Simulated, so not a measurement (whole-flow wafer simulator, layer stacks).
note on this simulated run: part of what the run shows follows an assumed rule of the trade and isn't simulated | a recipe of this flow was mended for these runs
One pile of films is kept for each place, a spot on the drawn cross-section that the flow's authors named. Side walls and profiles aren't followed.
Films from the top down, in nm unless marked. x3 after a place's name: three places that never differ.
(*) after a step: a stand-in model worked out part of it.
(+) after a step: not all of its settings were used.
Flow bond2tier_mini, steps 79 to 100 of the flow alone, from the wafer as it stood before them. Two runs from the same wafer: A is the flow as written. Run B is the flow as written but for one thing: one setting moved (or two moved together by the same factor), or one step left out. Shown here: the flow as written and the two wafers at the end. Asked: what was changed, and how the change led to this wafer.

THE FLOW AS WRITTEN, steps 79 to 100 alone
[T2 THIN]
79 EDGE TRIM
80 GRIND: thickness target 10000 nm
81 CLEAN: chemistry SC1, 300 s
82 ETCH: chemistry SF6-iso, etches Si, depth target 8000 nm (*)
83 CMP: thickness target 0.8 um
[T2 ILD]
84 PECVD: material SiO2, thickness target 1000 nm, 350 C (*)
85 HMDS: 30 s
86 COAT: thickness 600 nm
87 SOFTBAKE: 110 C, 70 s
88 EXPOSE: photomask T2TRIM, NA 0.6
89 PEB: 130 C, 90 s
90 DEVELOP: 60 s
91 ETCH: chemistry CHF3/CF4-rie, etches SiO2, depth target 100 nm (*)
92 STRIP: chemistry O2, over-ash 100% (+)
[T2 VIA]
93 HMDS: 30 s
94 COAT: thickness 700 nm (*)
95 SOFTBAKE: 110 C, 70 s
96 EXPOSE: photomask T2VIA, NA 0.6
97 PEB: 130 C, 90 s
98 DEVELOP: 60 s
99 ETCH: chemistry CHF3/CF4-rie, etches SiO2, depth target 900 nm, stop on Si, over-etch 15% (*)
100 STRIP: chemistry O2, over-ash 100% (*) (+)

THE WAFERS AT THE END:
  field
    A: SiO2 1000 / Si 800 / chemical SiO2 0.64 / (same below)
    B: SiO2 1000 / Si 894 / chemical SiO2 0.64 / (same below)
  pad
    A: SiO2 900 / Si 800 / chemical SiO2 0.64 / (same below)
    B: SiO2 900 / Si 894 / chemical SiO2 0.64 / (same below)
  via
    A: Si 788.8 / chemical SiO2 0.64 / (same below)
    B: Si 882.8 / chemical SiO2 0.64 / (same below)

The cause: step 83, CMP: thickness target 0.894 um was run, where the flow has thickness target 0.8 um.

How the change led to this, step by step:
  83 CMP: thickness target 0.8 um
      field, pad, via: A Si -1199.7 | B Si -1105.7
